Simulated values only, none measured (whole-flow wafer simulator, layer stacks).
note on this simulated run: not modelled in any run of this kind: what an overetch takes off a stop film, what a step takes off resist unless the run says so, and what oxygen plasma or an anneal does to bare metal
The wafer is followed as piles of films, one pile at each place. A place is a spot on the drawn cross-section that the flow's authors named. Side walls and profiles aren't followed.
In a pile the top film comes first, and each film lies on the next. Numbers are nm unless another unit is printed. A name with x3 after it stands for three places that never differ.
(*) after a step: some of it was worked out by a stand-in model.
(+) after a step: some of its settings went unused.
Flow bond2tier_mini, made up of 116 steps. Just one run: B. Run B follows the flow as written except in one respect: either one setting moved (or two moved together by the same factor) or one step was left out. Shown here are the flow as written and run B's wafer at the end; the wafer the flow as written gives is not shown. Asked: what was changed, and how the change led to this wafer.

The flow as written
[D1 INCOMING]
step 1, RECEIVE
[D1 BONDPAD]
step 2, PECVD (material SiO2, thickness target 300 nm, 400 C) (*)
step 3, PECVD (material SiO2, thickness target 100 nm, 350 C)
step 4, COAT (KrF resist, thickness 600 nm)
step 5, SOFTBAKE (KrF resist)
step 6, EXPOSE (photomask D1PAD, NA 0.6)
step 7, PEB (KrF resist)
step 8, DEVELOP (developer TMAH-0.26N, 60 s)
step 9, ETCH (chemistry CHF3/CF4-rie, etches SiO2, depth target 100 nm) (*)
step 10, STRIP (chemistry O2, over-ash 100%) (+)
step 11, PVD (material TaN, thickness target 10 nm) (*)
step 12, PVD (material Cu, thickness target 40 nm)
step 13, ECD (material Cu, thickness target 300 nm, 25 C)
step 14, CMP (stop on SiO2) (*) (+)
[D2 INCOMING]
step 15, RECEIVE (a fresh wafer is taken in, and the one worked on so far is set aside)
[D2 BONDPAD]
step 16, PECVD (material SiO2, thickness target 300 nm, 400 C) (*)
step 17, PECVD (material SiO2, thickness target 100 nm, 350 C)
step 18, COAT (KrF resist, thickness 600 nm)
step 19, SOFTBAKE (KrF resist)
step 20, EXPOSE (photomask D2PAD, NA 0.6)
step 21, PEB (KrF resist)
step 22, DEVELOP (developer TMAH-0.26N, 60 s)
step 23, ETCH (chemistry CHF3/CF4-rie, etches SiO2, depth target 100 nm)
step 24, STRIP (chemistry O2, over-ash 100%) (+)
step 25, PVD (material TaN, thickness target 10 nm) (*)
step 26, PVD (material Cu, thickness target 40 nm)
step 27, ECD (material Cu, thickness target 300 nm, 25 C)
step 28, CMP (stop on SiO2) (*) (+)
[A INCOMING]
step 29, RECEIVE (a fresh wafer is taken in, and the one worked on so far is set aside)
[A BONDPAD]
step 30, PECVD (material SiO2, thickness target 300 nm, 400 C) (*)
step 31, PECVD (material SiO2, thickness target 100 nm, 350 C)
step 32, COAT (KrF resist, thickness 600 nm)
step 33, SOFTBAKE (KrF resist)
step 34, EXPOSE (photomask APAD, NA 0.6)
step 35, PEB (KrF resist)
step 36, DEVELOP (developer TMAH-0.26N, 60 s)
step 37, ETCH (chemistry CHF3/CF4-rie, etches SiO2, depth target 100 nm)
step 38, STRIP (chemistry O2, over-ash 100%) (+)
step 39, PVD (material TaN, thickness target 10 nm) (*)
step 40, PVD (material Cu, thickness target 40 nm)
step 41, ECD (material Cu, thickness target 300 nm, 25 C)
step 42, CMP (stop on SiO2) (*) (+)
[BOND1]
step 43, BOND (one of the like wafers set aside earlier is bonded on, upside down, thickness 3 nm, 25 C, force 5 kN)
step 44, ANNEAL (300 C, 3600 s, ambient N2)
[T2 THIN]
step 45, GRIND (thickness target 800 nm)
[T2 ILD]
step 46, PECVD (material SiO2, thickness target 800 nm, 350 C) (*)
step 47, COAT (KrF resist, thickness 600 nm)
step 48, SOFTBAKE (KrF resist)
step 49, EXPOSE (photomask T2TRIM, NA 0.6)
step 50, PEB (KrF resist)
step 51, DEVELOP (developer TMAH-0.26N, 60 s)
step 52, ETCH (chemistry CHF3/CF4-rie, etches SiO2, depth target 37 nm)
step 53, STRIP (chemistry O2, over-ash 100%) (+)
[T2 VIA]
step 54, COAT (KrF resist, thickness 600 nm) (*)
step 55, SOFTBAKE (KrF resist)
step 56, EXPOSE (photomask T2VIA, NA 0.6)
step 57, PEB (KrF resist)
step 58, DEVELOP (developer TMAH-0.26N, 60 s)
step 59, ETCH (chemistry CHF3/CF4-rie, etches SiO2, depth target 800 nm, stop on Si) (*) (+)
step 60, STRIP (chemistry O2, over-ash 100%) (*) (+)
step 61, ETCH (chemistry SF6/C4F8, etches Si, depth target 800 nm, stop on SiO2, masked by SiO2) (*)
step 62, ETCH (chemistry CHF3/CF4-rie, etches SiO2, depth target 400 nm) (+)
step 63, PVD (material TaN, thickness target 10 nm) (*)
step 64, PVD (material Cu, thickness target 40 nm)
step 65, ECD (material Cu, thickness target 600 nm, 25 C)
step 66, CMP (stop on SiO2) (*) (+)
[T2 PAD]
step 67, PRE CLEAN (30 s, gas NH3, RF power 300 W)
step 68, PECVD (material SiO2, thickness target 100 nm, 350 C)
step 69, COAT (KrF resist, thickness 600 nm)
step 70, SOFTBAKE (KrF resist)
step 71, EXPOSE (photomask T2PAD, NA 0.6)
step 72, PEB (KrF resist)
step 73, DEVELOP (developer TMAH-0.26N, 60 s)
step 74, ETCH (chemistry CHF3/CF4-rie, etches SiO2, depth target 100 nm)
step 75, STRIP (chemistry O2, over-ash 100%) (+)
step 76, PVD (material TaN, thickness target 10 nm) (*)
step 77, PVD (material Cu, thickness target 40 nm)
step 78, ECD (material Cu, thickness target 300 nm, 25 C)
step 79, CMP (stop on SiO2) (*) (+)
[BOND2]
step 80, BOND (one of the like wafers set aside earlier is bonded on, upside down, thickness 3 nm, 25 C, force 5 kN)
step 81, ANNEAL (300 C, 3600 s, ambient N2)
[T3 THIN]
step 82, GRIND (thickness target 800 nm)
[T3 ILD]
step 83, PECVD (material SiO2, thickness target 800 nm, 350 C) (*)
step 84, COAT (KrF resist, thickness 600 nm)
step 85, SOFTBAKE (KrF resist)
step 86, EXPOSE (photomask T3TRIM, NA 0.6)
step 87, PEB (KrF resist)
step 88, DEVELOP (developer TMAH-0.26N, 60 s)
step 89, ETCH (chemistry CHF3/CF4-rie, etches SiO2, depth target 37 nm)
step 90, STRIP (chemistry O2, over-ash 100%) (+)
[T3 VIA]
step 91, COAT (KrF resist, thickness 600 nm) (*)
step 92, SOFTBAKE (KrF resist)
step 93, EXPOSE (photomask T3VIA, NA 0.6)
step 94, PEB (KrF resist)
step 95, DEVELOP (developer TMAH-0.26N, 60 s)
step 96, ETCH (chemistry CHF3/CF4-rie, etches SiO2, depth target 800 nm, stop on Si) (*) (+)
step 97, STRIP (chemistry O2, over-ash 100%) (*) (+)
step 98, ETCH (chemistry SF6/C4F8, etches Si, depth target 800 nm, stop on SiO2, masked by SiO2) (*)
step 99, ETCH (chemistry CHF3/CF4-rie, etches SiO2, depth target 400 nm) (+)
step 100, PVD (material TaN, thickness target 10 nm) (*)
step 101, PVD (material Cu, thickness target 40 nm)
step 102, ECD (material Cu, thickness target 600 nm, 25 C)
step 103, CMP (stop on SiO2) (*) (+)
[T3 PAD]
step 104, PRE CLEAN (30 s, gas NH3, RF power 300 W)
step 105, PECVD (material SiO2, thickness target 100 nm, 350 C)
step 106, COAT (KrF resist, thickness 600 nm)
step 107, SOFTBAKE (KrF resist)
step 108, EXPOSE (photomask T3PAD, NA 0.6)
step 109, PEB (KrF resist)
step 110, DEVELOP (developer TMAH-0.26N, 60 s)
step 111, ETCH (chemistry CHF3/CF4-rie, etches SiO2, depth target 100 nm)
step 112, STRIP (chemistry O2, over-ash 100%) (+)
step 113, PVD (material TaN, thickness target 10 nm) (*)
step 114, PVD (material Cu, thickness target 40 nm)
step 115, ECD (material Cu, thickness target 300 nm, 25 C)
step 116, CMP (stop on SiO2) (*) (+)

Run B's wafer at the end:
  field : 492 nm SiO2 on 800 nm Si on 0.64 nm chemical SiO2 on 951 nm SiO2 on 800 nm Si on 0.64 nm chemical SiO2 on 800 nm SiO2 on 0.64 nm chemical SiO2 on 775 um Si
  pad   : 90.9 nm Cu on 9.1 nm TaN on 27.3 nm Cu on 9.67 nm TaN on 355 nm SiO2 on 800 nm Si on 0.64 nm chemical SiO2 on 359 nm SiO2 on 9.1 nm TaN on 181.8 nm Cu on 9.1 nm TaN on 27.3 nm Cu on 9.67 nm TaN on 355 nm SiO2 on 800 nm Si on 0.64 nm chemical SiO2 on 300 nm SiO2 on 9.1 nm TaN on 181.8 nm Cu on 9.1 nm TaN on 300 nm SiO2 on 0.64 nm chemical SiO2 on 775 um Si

The reason: step 17, PECVD: thickness target 159 nm was run, though the flow has thickness target 100 nm.

How this came from the change, step by step:
  step 17, PECVD (material SiO2, thickness target 100 nm, 350 C)
      field, pad, via: SiO2 gains 159 (as written it would have been: SiO2 gains 100)
  step 80, BOND (one of the like wafers set aside earlier is bonded on, upside down, thickness 3 nm, 25 C, force 5 kN)
      field: Si gains 775 um (new film), chemical SiO2 gains 0.64 (new film), SiO2 gains 459 (as written it would have been: Si gains 775 um (new film), chemical SiO2 gains 0.64 (new film), SiO2 gains 400)
      pad: Si gains 775 um (new film), chemical SiO2 gains 0.64 (new film), SiO2 gains 359 (new film), TaN gains 9.1 (new film), Cu gains 90.9 (as written it would have been: Si gains 775 um (new film), chemical SiO2 gains 0.64 (new film), SiO2 gains 300 (new film), TaN gains 9.1 (new film), Cu gains 90.9)
